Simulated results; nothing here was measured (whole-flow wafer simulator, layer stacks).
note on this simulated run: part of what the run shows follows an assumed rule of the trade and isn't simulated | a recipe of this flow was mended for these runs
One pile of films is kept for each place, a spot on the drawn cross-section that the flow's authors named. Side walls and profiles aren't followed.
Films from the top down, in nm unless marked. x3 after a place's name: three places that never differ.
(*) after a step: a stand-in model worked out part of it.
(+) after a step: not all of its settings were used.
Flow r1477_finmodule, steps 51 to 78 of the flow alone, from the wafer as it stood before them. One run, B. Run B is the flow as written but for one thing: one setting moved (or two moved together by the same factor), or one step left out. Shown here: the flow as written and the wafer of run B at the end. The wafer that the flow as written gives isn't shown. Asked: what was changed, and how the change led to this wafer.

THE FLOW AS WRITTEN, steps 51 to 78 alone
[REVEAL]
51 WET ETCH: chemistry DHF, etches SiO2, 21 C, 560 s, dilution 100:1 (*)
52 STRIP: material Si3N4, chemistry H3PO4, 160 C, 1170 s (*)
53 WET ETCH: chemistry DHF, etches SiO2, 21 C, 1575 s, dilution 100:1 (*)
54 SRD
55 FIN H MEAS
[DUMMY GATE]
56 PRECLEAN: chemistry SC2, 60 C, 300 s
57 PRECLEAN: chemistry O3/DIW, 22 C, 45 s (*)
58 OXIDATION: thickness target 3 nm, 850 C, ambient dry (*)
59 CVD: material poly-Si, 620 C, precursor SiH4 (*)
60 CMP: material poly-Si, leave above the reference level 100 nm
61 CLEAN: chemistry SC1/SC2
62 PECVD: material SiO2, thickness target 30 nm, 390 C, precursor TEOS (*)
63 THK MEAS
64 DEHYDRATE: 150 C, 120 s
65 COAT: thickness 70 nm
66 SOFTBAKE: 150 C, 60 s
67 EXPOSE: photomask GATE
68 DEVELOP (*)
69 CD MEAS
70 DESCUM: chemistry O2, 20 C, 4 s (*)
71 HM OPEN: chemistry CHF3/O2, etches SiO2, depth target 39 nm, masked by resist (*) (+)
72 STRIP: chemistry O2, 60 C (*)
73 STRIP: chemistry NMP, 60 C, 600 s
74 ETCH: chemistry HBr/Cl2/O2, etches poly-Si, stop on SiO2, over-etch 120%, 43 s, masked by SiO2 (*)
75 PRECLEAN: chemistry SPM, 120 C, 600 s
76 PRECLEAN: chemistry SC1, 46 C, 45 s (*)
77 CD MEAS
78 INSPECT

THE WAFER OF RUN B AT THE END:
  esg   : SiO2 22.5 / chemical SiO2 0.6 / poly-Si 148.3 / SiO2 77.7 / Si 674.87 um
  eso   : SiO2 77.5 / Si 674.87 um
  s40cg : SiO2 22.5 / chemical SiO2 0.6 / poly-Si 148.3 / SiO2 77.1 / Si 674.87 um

The cause: step 53, WET ETCH: 21.7 C was run, where the flow has 21 C.

How the change led to this, step by step:
  53 WET ETCH: chemistry DHF, etches SiO2, 21 C, 1575 s, dilution 100:1 (*)
      esg, e40sg, e100sg and 17 more: SiO2 -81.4 (as written it would be: SiO2 -79.1)
      pad, padg: SiO2 -88.2 (as written it would be: SiO2 -85.7)
  60 CMP: material poly-Si, leave above the reference level 100 nm
      pad, padg: poly-Si -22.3 (as written it would be: poly-Si -24.8)
